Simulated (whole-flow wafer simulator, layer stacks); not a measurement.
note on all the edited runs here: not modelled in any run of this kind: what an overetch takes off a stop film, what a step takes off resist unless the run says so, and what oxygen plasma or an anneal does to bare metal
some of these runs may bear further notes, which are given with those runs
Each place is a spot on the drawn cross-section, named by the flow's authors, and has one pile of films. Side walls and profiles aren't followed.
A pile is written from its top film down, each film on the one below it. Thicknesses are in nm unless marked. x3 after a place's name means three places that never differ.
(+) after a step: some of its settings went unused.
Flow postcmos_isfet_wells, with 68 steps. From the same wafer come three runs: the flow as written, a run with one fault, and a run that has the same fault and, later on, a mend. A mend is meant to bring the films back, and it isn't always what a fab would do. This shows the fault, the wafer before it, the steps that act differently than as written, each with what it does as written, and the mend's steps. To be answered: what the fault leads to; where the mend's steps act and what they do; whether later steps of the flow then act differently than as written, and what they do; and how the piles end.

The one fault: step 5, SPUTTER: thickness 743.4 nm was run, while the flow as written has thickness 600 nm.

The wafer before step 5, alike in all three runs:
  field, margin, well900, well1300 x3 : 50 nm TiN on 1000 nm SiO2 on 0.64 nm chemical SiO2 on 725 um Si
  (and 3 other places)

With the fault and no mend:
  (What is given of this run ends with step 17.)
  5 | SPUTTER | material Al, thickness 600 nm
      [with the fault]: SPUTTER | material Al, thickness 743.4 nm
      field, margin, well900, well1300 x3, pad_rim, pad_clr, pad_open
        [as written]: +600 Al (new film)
        [with the fault]: +743.4 Al (new film)
  Steps later in the flow that act otherwise than as written:
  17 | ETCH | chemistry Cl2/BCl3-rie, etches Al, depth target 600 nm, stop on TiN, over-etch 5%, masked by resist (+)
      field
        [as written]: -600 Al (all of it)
        [with the fault]: -600 Al
  Once step 17 is done, the piles at field, margin, well900, well1300 x3, pad_rim, pad_clr, pad_open depart from the flow's by more than 2% or 0.5 nm, whichever is larger.
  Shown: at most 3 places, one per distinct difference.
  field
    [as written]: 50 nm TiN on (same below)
    [with the fault]: 143.4 nm Al on 50 nm TiN on (same below)
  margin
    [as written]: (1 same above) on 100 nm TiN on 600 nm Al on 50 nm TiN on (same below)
    [with the fault]: (1 same above) on 100 nm TiN on 743.4 nm Al on 50 nm TiN on (same below)

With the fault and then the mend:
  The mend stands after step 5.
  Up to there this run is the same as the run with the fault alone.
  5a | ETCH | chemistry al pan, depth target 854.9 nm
      field, margin, well900, well1300 x3, pad_rim, pad_clr, pad_open
        -743.4 Al (all of it)
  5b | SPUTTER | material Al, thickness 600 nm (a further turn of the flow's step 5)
      field, margin, well900, well1300 x3, pad_rim, pad_clr, pad_open
        +600 Al (new film)
  Later steps of the flow that are run all act as written at every place that is followed.
  The piles end the same as the flow's at every place that both follow.
